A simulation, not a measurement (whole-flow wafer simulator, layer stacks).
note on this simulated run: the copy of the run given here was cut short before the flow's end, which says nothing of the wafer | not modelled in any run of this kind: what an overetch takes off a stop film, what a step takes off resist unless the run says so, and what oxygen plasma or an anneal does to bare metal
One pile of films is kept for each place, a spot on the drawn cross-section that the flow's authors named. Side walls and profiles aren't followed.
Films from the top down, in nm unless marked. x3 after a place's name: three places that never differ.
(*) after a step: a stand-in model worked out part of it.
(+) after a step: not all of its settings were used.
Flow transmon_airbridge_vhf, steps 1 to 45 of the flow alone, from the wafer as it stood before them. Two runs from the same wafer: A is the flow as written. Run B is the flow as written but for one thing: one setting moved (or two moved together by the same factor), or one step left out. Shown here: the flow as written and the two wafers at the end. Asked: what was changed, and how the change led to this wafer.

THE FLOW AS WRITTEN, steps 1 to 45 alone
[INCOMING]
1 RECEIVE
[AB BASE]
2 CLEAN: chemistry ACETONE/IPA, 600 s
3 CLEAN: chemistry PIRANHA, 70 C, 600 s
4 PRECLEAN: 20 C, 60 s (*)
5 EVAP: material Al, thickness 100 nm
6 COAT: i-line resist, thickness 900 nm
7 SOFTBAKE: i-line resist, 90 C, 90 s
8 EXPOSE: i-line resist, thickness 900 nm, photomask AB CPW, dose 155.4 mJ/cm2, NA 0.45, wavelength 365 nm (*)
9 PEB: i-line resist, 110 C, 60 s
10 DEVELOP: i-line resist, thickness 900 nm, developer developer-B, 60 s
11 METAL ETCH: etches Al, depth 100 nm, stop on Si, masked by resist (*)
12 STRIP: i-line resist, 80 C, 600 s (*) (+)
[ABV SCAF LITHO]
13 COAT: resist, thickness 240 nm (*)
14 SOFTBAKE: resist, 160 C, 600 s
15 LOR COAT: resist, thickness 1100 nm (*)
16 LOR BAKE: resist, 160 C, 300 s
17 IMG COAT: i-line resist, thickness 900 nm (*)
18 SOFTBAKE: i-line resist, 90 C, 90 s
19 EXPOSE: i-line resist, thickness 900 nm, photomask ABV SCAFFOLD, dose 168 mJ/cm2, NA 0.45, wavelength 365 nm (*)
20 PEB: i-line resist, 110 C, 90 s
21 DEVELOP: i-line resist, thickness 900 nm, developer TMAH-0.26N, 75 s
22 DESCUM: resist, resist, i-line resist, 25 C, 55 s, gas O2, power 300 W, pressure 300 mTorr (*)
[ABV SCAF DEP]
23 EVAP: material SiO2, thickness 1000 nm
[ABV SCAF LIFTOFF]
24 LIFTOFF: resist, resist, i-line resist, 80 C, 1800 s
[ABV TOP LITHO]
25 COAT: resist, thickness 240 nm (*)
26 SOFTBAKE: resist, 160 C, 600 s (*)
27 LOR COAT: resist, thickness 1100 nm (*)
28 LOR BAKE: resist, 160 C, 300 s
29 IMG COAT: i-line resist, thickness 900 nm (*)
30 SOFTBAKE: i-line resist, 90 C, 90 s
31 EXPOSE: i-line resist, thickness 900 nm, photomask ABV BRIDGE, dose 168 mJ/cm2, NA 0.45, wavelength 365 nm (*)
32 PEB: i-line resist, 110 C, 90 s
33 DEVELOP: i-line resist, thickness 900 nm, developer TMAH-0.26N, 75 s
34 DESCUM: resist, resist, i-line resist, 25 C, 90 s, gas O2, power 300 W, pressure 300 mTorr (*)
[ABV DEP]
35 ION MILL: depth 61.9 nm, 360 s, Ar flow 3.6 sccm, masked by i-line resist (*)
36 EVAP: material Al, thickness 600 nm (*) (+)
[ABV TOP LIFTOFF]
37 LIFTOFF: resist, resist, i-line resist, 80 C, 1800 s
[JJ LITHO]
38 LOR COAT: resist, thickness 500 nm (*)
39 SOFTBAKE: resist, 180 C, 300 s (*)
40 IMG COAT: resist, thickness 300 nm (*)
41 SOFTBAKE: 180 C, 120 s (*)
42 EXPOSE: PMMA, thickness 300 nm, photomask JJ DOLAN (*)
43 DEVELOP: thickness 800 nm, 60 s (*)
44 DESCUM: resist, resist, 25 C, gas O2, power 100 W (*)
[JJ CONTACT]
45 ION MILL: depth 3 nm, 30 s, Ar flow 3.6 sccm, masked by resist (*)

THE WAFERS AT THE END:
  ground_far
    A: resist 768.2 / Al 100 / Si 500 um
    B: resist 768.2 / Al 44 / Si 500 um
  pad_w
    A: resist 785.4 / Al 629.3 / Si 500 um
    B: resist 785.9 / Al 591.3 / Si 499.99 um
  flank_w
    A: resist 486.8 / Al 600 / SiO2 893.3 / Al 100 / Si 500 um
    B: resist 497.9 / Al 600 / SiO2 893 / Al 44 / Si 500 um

The cause: step 5, EVAP: thickness 44 nm was run, where the flow has thickness 100 nm.
It can be read off the wafer: ground_far has Al 44, and step 5 as written asks for 100 nm.

How the change led to this, step by step:
  5 EVAP: material Al, thickness 100 nm
      field x3, jj_line, ground_far and 12 more: A Al +100 (new film) | B Al +44 (new film)
  11 METAL ETCH: etches Al, depth 100 nm, stop on Si, masked by resist (*)
      ground_far, pad_w, flank_w and 8 more: A i-line resist -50 | B i-line resist -33
      field x3, jj_line, gap_w, gap_e: A Al -100 (all of it) | B Al -44 (all of it)
  12 STRIP: i-line resist, 80 C, 600 s (*) (+)
      ground_far, pad_w, flank_w and 8 more: A i-line resist -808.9 (all of it) | B i-line resist -825.9 (all of it)
  13 COAT: resist, thickness 240 nm (*)
      flank_w, flank_e: A resist +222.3 (new film) | B resist +231.4 (new film)
      gap_w, gap_e: A resist +251.7 (new film) | B resist +245.6 (new film)
  22 DESCUM: resist, resist, i-line resist, 25 C, 55 s, gas O2, power 300 W, pressure 300 mTorr (*)
      flank_w, flank_e: A resist -222.3 (all of it) | B resist -231.4 (all of it)
      gap_w, gap_e: A resist -251.7 (all of it) | B resist -245.6 (all of it)
  25 COAT: resist, thickness 240 nm (*)
      flank_w, flank_e: A resist +152.6 (new film) | B resist +159.6 (new film)
      gap_w, gap_e: A resist +210.7 (new film) | B resist +204.6 (new film)
  29 IMG COAT: i-line resist, thickness 900 nm (*)
      gap_w, gap_e: A i-line resist +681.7 (new film) | B i-line resist +667 (new film)
  32 PEB: i-line resist, 110 C, 90 s
      gap_w, gap_e: A i-line resist -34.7 | B i-line resist -34
  33 DEVELOP: i-line resist, thickness 900 nm, developer TMAH-0.26N, 75 s
      gap_w, gap_e: A i-line resist -646.9 (all of it), resist -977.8 | B i-line resist -633 (all of it), resist -961.9
  34 DESCUM: resist, resist, i-line resist, 25 C, 90 s, gas O2, power 300 W, pressure 300 mTorr (*)
      flank_w, flank_e: A resist -152.6 (all of it) | B resist -159.6 (all of it)
      gap_w, gap_e: A resist -210.7 (all of it) | B resist -204.6 (all of it)
  35 ION MILL: depth 61.9 nm, 360 s, Ar flow 3.6 sccm, masked by i-line resist (*)
      pad_w, pad_e: A Al -61.9 | B Al -44 (all of it), Si -10.1
  36 EVAP: material Al, thickness 600 nm (*) (+)
      pad_w, pad_e: A Al +591.2 | B Al +591.3 (new film)
  38 LOR COAT: resist, thickness 500 nm (*)
      gap_w, gap_e: A resist +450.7 (new film) | B resist +440.9 (new film)
  40 IMG COAT: resist, thickness 300 nm (*)
      flank_w, flank_e: A resist +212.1 | B resist +220
      gap_w, gap_e: A resist +245.7 | B resist +240.5
